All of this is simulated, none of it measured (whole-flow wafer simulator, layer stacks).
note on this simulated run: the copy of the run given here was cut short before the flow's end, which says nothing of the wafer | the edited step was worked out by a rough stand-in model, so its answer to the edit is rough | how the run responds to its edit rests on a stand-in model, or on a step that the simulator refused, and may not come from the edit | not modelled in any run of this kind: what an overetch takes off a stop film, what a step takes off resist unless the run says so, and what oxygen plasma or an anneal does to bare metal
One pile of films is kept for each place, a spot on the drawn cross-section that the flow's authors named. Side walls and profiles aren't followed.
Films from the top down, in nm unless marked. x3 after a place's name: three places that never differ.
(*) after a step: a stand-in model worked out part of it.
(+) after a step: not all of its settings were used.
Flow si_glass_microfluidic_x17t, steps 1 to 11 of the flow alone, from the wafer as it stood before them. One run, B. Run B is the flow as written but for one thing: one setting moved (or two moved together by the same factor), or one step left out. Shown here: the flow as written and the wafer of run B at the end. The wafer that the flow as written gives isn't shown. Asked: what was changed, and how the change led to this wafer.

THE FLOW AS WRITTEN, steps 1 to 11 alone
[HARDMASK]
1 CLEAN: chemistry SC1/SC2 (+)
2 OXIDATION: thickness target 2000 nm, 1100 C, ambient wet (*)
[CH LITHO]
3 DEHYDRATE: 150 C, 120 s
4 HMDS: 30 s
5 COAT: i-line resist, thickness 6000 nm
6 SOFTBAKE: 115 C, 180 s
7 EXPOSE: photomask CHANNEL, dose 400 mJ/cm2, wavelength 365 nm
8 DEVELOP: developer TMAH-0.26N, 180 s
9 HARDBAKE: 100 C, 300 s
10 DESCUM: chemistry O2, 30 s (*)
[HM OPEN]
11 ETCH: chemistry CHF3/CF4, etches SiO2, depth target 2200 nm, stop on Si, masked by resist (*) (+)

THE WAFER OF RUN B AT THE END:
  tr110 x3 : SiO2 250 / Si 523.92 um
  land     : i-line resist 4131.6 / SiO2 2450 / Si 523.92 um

The cause: step 2, OXIDATION: thickness target 2450 nm was run, where the flow has thickness target 2000 nm.
It can be read off the wafer: land has SiO2 2450, and step 2 as written asks for 2000 nm.

How the change led to this, step by step:
  2 OXIDATION: thickness target 2000 nm, 1100 C, ambient wet (*)
      land, tr110 x3: SiO2 +2450 (new film), chemical SiO2 -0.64 (all of it), Si -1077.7 (as written it would be: SiO2 +2000 (new film), chemical SiO2 -0.64 (all of it), Si -879.7)
  11 ETCH: chemistry CHF3/CF4, etches SiO2, depth target 2200 nm, stop on Si, masked by resist (*) (+)
      tr110 x3: SiO2 -2200 (as written it would be: SiO2 -2000 (all of it))
